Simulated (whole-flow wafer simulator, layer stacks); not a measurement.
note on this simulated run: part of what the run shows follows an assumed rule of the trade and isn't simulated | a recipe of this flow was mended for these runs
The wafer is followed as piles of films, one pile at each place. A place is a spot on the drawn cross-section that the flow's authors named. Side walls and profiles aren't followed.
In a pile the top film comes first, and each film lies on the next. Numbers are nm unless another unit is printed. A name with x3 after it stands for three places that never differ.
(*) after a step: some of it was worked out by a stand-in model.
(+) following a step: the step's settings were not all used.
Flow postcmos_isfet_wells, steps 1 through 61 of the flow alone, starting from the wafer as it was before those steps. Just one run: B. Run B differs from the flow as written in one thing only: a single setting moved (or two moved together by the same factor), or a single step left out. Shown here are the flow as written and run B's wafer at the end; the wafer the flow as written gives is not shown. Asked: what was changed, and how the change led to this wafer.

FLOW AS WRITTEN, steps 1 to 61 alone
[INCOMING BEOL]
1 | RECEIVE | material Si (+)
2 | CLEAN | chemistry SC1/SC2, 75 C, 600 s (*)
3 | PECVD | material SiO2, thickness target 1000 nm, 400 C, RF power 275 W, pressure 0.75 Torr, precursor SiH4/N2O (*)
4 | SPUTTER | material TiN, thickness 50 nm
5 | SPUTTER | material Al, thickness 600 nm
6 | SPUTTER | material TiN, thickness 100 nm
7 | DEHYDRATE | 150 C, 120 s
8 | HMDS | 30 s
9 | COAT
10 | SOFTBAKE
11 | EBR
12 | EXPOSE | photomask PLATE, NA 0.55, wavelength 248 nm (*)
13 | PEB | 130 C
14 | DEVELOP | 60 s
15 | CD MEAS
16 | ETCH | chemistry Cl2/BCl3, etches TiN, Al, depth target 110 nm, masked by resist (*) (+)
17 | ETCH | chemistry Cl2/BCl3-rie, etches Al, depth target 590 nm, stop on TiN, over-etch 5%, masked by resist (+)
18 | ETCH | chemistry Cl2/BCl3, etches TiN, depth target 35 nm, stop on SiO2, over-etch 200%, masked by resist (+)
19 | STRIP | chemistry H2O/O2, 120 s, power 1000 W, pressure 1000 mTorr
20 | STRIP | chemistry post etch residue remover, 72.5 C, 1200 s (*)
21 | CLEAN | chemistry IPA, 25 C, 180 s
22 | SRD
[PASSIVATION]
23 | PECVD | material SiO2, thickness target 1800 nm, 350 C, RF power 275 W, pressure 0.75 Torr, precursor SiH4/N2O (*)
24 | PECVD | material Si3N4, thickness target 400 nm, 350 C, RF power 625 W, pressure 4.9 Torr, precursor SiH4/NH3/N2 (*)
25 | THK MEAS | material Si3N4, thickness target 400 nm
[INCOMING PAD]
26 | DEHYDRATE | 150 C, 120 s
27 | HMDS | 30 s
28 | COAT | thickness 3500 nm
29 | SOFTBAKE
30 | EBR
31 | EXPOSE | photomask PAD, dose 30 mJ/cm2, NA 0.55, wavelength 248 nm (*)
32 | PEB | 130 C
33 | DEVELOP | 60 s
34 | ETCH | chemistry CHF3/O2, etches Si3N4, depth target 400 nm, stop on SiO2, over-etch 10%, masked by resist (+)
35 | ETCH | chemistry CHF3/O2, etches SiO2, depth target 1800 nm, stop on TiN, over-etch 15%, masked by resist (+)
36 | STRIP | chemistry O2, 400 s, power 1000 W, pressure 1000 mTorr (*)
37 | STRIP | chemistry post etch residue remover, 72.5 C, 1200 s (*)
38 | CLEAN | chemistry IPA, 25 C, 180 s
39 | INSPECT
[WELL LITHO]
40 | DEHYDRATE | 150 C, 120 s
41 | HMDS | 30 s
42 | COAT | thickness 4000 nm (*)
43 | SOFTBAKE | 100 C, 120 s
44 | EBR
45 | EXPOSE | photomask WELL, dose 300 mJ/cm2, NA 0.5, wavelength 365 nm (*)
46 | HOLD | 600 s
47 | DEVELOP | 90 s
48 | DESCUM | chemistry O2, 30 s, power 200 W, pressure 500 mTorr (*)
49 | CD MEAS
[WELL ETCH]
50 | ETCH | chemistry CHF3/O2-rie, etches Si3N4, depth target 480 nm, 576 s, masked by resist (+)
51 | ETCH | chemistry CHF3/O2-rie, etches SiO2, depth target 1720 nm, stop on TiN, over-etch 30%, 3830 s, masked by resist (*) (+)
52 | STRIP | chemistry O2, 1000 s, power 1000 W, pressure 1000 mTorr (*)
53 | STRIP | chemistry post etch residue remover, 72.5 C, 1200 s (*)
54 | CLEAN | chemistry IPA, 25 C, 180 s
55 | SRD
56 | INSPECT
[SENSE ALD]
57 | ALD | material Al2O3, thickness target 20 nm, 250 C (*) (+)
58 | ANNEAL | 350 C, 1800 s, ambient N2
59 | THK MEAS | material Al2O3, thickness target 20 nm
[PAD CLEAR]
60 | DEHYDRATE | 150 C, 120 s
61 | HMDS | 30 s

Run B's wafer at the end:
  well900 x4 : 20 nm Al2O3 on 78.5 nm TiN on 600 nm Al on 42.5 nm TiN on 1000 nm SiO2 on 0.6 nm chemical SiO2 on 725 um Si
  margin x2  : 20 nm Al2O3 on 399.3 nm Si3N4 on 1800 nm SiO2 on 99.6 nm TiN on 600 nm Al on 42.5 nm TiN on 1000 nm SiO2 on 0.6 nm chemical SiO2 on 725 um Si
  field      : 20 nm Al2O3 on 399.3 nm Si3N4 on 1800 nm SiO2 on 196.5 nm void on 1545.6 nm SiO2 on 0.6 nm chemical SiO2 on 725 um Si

The reason: step 4, SPUTTER: thickness 42.5 nm was run, though the flow has thickness 50 nm.
The wafer itself shows it: well900 x4 has TiN 42.5, and step 4 as written asks for 50 nm.

How this came from the change, step by step:
  4 | SPUTTER | material TiN, thickness 50 nm
      field, margin x2, well900 x4, pad_clr, pad_open: TiN gains 42.5 (new film) (it would be, as written: TiN gains 50 (new film))
  18 | ETCH | chemistry Cl2/BCl3, etches TiN, depth target 35 nm, stop on SiO2, over-etch 200%, masked by resist (+)
      margin x2, well900 x4, pad_clr, pad_open: thick-KrF-resist loses 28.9 (it would be, as written: thick-KrF-resist loses 37.9)
      field: TiN loses 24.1 (all of it), SiO2 loses 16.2 (it would be, as written: TiN loses 31.6 (all of it), SiO2 loses 14.7)
  23 | PECVD | material SiO2, thickness target 1800 nm, 350 C, RF power 275 W, pressure 0.75 Torr, precursor SiH4/N2O (*)
      field: SiO2 gains 1800 (new film), void gains 196.5 (new film), SiO2 gains 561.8 (it would be, as written: SiO2 gains 1800 (new film), void gains 201.1 (new film), SiO2 gains 563.2)
